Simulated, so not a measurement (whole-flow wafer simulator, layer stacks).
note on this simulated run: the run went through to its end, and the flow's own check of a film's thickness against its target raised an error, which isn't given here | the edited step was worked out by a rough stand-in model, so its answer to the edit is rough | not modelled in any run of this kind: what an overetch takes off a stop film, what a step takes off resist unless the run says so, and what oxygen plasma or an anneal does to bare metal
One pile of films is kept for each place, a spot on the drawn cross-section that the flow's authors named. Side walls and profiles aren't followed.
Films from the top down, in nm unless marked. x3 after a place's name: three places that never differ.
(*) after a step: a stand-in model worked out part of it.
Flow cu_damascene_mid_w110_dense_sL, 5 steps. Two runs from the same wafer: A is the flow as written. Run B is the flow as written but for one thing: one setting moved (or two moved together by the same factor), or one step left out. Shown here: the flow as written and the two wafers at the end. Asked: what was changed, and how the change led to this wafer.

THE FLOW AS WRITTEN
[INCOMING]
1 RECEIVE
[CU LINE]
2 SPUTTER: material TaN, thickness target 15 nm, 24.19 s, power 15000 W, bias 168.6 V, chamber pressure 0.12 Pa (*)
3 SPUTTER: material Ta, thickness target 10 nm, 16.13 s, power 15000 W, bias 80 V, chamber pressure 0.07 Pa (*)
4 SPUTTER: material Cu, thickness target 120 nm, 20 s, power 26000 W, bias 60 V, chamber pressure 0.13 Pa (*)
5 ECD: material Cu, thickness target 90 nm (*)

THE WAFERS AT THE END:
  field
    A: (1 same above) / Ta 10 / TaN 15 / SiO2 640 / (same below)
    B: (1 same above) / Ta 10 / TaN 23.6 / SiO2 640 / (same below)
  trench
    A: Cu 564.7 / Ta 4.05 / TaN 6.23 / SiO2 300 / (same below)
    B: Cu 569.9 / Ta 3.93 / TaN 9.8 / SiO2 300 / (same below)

The cause: step 2, SPUTTER: thickness target 23.6 nm was run, where the flow has thickness target 15 nm; step 2, SPUTTER: 38.1 s was run, where the flow has 24.19 s.
It can be read off the wafer: field has TaN 23.6, and step 2 as written asks for 15 nm.

How the change led to this, step by step:
  2 SPUTTER: material TaN, thickness target 15 nm, 24.19 s, power 15000 W, bias 168.6 V, chamber pressure 0.12 Pa (*)
      field: A TaN +15 (new film) | B TaN +23.6 (new film)
      trench: A TaN +6.23 (new film) | B TaN +9.8 (new film)
  4 SPUTTER: material Cu, thickness target 120 nm, 20 s, power 26000 W, bias 60 V, chamber pressure 0.13 Pa (*)
      trench: A Cu +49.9 (new film) | B Cu +48.5 (new film)
